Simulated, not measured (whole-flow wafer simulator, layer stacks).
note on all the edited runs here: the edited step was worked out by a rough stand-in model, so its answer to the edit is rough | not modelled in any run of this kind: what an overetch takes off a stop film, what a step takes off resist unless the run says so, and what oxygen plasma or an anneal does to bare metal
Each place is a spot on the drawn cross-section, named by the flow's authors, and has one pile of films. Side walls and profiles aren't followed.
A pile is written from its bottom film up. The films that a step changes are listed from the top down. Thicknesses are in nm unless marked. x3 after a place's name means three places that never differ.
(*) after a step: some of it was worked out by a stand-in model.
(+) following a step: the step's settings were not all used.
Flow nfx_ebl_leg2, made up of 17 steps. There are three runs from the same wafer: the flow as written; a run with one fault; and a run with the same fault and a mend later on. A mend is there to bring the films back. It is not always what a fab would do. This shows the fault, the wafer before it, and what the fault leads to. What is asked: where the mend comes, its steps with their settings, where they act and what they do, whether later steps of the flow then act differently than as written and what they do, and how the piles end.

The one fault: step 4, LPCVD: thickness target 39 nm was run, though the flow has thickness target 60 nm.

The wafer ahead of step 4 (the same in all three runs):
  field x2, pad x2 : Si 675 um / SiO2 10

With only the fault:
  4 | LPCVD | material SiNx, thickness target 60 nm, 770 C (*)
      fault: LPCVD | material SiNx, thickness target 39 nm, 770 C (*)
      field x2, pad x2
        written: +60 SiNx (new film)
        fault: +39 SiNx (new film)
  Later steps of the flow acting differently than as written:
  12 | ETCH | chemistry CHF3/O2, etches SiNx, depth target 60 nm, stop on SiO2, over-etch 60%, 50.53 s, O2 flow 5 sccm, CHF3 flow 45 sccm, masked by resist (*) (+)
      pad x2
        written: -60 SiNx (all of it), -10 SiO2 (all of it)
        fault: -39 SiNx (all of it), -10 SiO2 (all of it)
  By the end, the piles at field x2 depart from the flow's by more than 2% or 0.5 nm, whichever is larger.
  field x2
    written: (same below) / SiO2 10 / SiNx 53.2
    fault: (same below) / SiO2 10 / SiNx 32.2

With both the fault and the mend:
  The mend stands after step 5.
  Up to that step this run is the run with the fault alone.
  5a | LPCVD | material SiNx, thickness target 21 nm, 770 C (*) (a further turn of the flow's step 4, with different settings)
      field x2, pad x2
        +21 SiNx
  Later steps of the flow that are run all act as written at every place that is followed.
  At every place that both follow, the piles at the end match the flow's.
